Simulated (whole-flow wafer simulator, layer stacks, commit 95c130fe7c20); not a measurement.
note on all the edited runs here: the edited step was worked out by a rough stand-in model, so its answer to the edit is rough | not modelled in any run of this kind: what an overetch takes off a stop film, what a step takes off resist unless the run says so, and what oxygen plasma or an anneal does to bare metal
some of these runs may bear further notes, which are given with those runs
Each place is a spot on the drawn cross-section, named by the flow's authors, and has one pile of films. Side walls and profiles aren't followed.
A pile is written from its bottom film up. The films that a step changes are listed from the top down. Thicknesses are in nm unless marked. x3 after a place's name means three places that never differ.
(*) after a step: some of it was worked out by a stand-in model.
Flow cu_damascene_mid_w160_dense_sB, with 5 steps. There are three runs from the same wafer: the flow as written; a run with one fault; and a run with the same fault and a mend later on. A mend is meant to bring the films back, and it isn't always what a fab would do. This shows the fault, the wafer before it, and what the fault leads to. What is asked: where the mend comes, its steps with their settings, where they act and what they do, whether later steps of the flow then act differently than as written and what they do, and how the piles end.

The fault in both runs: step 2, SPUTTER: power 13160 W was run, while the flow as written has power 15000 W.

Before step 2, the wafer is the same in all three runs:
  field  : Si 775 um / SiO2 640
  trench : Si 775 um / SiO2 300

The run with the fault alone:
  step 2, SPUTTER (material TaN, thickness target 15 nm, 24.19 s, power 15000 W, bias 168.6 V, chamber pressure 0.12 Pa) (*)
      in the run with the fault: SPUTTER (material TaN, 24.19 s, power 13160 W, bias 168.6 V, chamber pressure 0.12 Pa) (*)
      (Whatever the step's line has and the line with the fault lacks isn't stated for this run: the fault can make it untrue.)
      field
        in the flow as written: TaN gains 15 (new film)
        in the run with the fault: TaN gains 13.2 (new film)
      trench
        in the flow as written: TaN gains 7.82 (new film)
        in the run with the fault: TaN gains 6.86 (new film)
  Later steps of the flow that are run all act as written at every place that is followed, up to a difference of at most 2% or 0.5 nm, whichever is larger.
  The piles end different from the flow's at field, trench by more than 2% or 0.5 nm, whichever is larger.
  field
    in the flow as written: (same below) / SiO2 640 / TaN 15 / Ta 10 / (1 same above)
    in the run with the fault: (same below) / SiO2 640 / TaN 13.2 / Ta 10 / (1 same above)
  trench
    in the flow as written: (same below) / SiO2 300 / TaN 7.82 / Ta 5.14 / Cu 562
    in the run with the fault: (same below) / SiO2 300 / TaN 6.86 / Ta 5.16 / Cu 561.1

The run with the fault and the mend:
  The mend follows step 2.
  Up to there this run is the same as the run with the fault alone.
  step 2a, SPUTTER (material TaN, thickness target 1.843 nm, 2.973 s, power 15000 W, bias 168.6 V, chamber pressure 0.12 Pa) (*) (the flow's step 2 again, with other settings)
      field
        TaN gains 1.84
      trench
        TaN gains 0.93
  Later steps of the flow that are run all act as written at every place that is followed, up to a difference of at most 2% or 0.5 nm, whichever is larger.
  When the end is reached, the piles differ only a little from the flow's at the places that both follow, at most by 2% or 0.5 nm, whichever is larger.
